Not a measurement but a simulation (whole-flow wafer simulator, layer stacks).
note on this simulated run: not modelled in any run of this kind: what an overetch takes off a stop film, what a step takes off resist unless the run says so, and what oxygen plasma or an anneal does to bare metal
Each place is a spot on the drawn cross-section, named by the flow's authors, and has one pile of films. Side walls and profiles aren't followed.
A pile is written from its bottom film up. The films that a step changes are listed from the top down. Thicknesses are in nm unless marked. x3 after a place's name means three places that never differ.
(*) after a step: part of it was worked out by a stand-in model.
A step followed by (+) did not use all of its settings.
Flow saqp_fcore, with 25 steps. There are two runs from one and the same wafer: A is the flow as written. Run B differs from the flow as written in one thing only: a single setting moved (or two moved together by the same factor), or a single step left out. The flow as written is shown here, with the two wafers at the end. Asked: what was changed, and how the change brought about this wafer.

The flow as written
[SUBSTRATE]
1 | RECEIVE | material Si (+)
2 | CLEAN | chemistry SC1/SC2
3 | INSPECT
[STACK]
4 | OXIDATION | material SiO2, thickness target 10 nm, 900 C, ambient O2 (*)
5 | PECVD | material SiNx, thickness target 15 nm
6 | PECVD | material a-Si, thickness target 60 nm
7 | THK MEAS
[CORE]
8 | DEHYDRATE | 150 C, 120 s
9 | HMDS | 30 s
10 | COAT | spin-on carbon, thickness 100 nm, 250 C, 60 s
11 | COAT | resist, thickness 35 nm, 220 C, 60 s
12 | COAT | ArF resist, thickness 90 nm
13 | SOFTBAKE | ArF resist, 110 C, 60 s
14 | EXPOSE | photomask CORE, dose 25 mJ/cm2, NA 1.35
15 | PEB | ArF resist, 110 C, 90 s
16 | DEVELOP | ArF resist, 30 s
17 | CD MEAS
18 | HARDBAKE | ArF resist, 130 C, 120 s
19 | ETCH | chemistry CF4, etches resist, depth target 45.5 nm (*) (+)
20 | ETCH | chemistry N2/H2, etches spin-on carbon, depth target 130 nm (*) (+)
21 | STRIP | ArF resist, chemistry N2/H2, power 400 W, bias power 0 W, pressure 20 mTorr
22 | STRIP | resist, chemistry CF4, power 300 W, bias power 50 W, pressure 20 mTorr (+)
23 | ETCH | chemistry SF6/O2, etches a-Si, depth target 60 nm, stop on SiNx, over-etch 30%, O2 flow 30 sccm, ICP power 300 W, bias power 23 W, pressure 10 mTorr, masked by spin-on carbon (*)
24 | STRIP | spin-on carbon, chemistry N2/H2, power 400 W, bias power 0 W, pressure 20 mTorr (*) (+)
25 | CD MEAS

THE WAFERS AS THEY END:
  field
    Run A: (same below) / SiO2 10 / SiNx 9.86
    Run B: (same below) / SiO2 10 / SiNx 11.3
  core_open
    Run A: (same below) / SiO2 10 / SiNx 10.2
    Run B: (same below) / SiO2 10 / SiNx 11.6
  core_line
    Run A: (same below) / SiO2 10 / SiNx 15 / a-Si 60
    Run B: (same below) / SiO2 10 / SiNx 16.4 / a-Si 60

The reason: step 5, PECVD: thickness target 16.4 nm was run, whereas the flow has thickness target 15 nm.
The wafer lets one read it off: core_line has SiNx 16.4, and step 5 as written asks for 15 nm.

Step by step, how the change led to this:
  5 | PECVD | material SiNx, thickness target 15 nm
      field, core_open, core_line: A +15 SiNx (new film) | B +16.4 SiNx (new film)
